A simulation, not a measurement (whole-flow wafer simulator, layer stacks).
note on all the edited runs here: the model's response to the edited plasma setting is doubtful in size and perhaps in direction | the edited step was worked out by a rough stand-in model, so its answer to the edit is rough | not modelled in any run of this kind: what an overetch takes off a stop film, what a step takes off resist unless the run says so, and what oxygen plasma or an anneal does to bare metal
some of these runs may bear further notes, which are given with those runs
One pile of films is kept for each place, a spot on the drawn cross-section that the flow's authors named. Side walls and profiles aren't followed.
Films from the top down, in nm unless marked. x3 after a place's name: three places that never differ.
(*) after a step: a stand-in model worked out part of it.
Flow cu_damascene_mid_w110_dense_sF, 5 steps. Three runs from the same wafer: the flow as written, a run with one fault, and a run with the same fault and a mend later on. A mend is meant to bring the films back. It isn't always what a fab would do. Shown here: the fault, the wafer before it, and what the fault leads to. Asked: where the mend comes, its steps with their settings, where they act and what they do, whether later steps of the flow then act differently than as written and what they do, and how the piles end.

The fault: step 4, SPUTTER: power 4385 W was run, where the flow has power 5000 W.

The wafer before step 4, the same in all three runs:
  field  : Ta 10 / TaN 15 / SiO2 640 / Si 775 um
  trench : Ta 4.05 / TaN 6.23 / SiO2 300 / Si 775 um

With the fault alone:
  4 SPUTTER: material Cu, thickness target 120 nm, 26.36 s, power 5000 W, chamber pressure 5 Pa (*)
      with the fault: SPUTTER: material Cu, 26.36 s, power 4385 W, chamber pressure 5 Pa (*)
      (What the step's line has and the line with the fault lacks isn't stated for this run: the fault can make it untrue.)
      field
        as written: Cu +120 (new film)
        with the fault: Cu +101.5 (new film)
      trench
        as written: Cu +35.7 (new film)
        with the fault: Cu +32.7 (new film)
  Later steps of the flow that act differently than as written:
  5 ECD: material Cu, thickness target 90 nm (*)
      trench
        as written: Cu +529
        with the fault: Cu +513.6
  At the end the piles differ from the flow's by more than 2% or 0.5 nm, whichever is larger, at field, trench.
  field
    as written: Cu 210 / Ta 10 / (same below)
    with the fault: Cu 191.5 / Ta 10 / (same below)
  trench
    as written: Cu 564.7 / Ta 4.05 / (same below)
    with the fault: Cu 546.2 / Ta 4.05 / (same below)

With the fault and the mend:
  The mend comes after step 4.
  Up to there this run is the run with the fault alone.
  4a SPUTTER: material Cu, 5.046 s, power 5000 W, chamber pressure 5 Pa (*) (the flow's step 4 once more, with other settings)
      field
        Cu +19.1
      trench
        Cu +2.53
  No later step of the flow acts differently than as written, at any place that is followed, by more than 2% or 0.5 nm, whichever is larger.
  At the end the piles differ from the flow's only slightly at the places that both follow, by at most 2% or 0.5 nm, whichever is larger.
